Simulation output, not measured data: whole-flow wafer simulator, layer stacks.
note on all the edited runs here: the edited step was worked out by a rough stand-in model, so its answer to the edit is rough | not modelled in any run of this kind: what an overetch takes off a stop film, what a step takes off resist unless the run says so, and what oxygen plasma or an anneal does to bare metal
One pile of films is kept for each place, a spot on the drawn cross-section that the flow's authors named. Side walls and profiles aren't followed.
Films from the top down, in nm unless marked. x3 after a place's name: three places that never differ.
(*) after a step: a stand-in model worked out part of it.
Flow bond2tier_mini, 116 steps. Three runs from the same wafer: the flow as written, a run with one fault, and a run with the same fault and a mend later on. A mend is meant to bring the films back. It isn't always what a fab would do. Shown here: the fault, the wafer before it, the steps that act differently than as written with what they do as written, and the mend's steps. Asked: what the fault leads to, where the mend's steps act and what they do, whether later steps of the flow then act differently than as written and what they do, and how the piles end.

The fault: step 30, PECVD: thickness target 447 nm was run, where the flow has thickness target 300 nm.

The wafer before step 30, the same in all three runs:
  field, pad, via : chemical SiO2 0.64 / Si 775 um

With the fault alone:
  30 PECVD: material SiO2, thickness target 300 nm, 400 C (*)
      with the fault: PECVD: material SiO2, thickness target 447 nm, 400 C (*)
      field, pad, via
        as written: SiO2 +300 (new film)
        with the fault: SiO2 +447 (new film)
  No later step of the flow acts differently than as written at any place that is followed.
  At the end the piles differ from the flow's by more than 2% or 0.5 nm, whichever is larger, at field, pad.
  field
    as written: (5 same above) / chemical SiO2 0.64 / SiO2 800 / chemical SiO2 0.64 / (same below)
    with the fault: (5 same above) / chemical SiO2 0.64 / SiO2 947 / chemical SiO2 0.64 / (same below)
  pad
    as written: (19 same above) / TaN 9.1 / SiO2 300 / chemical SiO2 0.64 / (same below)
    with the fault: (19 same above) / TaN 9.1 / SiO2 447 / chemical SiO2 0.64 / (same below)

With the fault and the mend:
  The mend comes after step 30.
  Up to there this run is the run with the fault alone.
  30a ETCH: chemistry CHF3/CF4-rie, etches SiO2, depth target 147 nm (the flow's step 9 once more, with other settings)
      field, pad, via
        SiO2 -147
  No later step of the flow acts differently than as written at any place that is followed.
  At the end the piles are the same as the flow's at every place that both follow.
